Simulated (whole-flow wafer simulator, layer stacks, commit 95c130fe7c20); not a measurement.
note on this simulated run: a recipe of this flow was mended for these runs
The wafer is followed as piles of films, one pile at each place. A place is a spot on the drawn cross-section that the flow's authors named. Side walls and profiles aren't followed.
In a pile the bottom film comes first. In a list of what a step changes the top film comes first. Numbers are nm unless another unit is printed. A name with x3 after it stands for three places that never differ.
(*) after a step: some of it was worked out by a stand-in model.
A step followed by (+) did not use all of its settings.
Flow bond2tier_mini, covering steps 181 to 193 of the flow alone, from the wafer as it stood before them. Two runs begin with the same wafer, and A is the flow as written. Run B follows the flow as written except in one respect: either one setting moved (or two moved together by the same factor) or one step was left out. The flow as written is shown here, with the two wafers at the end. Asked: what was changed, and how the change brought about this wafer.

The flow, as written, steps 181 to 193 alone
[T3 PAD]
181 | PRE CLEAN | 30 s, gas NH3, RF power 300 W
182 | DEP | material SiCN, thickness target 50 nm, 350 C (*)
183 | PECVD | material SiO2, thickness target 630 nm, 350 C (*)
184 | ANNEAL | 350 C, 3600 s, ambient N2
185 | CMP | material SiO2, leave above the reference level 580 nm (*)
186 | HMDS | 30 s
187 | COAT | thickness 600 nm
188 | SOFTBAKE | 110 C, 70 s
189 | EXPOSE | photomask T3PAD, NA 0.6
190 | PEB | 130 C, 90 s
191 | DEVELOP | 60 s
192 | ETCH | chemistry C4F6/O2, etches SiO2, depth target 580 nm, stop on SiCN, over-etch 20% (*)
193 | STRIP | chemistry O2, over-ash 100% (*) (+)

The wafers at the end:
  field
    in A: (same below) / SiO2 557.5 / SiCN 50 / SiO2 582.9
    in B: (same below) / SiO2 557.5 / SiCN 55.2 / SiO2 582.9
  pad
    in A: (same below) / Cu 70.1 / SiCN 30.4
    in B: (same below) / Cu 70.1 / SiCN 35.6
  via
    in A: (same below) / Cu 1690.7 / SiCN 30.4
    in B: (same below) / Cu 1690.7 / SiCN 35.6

Cause: step 182, DEP: thickness target 55.2 nm was run, though the flow has thickness target 50 nm.
The wafer itself shows it: field has SiCN 55.2, and step 182 as written asks for 50 nm.

How this came from the change, step by step:
  182 | DEP | material SiCN, thickness target 50 nm, 350 C (*)
      field, pad, via: A SiCN gains 50 (new film) | B SiCN gains 55.2 (new film)
